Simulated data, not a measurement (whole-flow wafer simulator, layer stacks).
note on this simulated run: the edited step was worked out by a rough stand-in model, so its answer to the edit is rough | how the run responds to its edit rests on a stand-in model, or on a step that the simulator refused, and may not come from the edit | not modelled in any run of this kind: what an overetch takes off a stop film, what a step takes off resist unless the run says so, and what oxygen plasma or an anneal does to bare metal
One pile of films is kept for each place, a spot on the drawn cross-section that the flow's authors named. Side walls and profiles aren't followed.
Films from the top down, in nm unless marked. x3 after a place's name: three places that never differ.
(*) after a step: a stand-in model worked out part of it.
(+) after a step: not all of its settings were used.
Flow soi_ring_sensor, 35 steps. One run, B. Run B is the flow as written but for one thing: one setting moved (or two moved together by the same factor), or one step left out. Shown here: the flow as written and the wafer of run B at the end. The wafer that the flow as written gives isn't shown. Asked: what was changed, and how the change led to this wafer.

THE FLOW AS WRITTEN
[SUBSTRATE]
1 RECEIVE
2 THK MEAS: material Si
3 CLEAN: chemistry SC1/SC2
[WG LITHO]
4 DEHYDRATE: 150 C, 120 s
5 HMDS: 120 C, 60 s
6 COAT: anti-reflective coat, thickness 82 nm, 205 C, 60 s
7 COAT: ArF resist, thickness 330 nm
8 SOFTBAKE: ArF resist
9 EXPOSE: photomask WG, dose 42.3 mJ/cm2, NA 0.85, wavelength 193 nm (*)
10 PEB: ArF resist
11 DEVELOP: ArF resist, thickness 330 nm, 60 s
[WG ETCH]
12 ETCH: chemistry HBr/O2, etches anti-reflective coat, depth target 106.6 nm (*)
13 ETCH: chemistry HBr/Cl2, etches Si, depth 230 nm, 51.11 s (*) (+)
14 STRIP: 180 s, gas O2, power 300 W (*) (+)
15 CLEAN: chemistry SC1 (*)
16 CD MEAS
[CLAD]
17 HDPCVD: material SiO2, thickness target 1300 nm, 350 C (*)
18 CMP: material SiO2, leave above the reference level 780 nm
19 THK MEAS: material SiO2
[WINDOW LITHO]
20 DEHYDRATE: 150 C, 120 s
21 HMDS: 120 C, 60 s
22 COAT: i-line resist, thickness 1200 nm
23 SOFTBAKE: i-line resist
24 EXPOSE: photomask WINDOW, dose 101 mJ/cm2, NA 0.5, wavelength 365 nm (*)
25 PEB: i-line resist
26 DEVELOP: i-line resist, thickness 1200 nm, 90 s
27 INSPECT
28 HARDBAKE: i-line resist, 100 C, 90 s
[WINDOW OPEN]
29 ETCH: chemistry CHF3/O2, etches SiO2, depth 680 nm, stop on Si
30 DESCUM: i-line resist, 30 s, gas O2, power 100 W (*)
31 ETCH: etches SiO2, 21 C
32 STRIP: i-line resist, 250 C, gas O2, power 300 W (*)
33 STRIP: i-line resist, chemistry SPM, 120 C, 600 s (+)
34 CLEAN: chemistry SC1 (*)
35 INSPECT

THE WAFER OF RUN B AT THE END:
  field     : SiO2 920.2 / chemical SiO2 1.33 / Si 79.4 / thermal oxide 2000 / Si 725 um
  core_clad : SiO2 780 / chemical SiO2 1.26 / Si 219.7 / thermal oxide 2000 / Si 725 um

The cause: step 13, ETCH: depth 140 nm was run, where the flow has depth 230 nm; step 13, ETCH: 31.18 s was run, where the flow has 51.11 s.

How the change led to this, step by step:
  13 ETCH: chemistry HBr/Cl2, etches Si, depth 230 nm, 51.11 s (*) (+)
      gap, window, field, gap_clad: Si -140 (as written it would be: Si -220 (all of it), thermal oxide -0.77)
      core, core_clad: ArF resist -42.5 (as written it would be: ArF resist -69.7)
  14 STRIP: 180 s, gas O2, power 300 W (*) (+)
      gap, window, field, gap_clad: chemical SiO2 +1.33 (new film), Si -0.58 (as written it would be: nothing)
      core, core_clad: ArF resist -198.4 (all of it), anti-reflective coat -82 (all of it), chemical SiO2 +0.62, Si -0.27 (as written it would be: ArF resist -171.2 (all of it), anti-reflective coat -82 (all of it), chemical SiO2 +0.63, Si -0.28)
  18 CMP: material SiO2, leave above the reference level 780 nm
      gap, window, field, gap_clad: SiO2 -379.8 (as written it would be: SiO2 -298.2)
